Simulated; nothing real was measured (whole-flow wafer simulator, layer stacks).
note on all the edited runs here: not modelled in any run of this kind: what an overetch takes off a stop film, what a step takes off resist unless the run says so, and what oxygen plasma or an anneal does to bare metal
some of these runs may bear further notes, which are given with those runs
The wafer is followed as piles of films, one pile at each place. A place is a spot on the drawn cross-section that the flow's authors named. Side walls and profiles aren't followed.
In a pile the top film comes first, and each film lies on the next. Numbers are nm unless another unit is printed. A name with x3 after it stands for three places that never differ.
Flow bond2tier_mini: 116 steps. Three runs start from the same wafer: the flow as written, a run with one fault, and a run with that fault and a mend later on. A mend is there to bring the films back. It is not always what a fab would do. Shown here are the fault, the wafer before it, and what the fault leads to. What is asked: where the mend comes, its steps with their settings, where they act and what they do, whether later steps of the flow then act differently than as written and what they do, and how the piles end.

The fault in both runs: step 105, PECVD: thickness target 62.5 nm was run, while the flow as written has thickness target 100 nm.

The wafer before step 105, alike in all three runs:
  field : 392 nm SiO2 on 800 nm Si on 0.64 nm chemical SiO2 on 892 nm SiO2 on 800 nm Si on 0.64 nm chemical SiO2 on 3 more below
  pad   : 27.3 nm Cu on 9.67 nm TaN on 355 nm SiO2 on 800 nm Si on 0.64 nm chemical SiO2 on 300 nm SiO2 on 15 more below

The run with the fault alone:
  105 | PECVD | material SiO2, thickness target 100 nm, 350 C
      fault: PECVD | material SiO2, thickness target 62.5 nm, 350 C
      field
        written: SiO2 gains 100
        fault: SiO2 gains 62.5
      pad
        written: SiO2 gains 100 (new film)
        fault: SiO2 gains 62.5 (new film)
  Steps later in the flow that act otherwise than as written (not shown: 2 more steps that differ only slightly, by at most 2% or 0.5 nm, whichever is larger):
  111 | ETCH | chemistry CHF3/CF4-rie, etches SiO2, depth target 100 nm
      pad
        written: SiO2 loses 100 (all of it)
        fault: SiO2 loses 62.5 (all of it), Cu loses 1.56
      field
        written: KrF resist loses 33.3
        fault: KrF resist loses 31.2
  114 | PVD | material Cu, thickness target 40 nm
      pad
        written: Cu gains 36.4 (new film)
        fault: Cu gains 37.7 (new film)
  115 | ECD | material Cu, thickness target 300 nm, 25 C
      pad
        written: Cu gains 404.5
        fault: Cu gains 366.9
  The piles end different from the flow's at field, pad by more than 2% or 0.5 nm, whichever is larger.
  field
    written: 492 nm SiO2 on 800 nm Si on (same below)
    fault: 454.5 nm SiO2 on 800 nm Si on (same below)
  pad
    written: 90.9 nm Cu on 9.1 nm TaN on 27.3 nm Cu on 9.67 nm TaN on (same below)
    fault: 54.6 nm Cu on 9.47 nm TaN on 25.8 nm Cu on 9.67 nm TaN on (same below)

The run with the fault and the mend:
  The mend follows step 105.
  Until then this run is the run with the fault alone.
  105a | PECVD | material SiO2, thickness target 37.5 nm, 350 C (the flow's step 105, run once more with other settings)
      field, pad
        SiO2 gains 37.5
  Later steps of the flow that are run all act as written at every place that is followed.
  The piles end the same as the flow's at every place that both follow.
